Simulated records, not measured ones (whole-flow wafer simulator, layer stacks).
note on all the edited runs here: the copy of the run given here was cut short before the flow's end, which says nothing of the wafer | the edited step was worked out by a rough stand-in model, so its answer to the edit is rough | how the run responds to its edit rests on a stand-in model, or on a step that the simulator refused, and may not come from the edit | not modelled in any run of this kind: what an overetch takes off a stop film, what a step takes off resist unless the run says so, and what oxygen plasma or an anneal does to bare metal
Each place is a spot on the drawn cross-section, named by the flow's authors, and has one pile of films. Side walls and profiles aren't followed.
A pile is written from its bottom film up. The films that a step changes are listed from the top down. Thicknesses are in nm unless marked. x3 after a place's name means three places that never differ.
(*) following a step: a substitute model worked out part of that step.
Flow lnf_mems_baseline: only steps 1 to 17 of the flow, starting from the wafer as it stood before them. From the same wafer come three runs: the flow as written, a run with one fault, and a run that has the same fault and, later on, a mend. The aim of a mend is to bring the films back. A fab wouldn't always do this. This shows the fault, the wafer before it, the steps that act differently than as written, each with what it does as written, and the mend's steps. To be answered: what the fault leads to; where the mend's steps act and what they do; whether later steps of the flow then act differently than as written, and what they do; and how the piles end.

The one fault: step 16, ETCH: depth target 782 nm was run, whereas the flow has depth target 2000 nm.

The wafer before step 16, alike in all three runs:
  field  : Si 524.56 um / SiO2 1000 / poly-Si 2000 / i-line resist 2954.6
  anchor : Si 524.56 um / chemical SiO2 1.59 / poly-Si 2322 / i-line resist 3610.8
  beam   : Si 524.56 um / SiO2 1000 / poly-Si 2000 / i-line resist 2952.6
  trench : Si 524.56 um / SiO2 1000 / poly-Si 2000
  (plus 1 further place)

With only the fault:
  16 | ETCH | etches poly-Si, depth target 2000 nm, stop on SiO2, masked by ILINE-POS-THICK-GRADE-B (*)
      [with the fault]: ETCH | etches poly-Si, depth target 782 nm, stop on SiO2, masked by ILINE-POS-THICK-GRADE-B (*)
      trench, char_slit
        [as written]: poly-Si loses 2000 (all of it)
        [with the fault]: poly-Si loses 782
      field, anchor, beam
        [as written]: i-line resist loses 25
        [with the fault]: i-line resist loses 9.78
  Steps further on in the flow that do not act as written:
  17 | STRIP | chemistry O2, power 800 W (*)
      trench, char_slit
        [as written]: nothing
        [with the fault]: chemical SiO2 gains 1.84 (new film), poly-Si loses 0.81
  By the end, the piles at trench, char_slit depart from the flow's by more than 2% or 0.5 nm, whichever is larger.
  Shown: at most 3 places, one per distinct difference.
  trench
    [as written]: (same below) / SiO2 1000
    [with the fault]: (same below) / SiO2 1000 / poly-Si 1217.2 / chemical SiO2 1.84

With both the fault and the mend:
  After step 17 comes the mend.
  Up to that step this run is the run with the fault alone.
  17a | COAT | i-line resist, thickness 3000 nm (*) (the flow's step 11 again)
      field
        i-line resist gains 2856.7 (new film)
      anchor
        i-line resist gains 3473.3 (new film)
      beam
        i-line resist gains 2794.6 (new film)
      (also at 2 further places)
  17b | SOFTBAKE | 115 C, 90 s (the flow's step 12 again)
      field
        i-line resist gains 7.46
      anchor
        i-line resist gains 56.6
      beam
        i-line resist gains 48.5
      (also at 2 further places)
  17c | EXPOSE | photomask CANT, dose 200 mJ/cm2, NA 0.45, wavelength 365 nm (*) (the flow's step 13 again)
      does not change any film at any place that is followed
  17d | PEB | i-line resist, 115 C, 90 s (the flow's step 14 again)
      field
        i-line resist loses 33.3
      anchor
        i-line resist loses 43.8
      beam
        i-line resist loses 32.3
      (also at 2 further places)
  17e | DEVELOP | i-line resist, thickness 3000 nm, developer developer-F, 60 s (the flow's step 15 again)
      field, anchor
        i-line resist loses 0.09
      trench
        i-line resist loses 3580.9 (all of it)
      char_slit
        i-line resist loses 3623.6 (all of it)
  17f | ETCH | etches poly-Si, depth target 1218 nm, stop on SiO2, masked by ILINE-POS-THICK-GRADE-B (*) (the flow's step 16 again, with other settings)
      field, anchor, beam
        i-line resist loses 15.2
      trench, char_slit
        chemical SiO2 loses 1.84 (all of it), poly-Si loses 1217.2 (all of it)
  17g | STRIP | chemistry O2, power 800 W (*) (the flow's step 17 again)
      field
        i-line resist loses 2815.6 (all of it), chemical SiO2 gains 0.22, poly-Si loses 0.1
      anchor
        i-line resist loses 3470.8 (all of it), chemical SiO2 gains 0.22, poly-Si loses 0.1
      beam
        i-line resist loses 2795.4 (all of it), chemical SiO2 gains 0.22, poly-Si loses 0.1
  Every later step of the flow that is run acts as written at every place that is followed.
  The piles end only slightly different from the flow's at the places that both follow, by no more than 2% or 0.5 nm, whichever is larger.
